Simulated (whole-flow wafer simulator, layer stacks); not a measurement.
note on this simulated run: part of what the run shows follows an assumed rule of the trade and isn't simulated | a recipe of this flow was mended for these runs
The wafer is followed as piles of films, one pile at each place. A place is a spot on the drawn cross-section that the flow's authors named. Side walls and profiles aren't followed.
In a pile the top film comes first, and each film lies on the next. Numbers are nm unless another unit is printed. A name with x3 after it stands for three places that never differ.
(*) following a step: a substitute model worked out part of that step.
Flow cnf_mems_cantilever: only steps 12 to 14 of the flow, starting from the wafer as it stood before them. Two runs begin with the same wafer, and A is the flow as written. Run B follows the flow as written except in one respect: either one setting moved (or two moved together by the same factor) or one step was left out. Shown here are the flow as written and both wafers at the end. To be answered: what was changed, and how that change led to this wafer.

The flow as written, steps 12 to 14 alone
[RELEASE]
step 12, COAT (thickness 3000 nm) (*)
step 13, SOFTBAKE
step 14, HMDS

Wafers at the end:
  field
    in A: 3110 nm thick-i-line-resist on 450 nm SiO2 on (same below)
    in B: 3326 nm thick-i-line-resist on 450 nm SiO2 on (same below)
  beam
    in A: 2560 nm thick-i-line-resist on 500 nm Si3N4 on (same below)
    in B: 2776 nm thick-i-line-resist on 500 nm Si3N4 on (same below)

Cause: step 12, COAT: thickness 3216 nm was run, while the flow as written has thickness 3000 nm.

The path from the change to this, step by step:
  step 12, COAT (thickness 3000 nm) (*)
      field: A thick-i-line-resist gains 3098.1 (new film) | B thick-i-line-resist gains 3315.4 (new film)
      beam: A thick-i-line-resist gains 2607.6 (new film) | B thick-i-line-resist gains 2818.2 (new film)
  step 13, SOFTBAKE
      field: A thick-i-line-resist gains 11.9 | B thick-i-line-resist gains 10.6
      beam: A thick-i-line-resist loses 47.6 | B thick-i-line-resist loses 42.2
